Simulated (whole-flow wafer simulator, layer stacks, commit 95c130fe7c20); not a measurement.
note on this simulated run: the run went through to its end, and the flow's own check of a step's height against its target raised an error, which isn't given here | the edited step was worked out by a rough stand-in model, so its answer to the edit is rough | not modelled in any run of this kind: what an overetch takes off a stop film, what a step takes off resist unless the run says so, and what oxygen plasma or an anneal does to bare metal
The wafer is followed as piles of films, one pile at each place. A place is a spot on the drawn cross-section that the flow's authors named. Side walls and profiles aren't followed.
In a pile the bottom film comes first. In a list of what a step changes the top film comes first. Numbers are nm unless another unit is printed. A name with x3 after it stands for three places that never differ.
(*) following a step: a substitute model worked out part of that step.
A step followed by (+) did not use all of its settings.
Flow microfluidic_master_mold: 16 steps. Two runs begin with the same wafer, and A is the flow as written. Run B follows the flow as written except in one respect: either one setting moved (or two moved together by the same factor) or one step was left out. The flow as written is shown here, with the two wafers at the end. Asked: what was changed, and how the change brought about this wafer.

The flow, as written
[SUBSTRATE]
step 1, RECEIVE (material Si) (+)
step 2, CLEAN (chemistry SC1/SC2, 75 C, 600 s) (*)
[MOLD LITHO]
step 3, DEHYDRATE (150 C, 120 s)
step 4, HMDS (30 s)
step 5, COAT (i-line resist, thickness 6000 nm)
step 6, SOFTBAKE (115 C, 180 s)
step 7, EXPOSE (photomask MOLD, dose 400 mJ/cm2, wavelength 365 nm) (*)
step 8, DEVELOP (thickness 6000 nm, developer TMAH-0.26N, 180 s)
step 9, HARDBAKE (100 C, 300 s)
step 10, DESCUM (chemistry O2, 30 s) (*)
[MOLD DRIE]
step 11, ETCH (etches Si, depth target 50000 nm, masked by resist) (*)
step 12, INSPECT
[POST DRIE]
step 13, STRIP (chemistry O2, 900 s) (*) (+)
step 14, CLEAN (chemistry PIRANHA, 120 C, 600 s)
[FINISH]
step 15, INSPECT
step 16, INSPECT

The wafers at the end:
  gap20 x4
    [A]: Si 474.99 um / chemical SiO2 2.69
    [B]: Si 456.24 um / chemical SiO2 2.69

The reason: step 11, ETCH: depth target 68750 nm was run, though the flow has depth target 50000 nm.

How this came from the change, step by step:
  step 11, ETCH (etches Si, depth target 50000 nm, masked by resist) (*)
      gap20 x4: A chemical SiO2 loses 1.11 (all of it), Si loses 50 um | B chemical SiO2 loses 1.11 (all of it), Si loses 68.75 um
      ridge: A i-line resist loses 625 | B i-line resist loses 859.4
  step 13, STRIP (chemistry O2, 900 s) (*) (+)
      ridge: A i-line resist loses 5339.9 (all of it), chemical SiO2 gains 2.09, Si loses 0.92 | B i-line resist loses 5105.6 (all of it), chemical SiO2 gains 2.09, Si loses 0.92
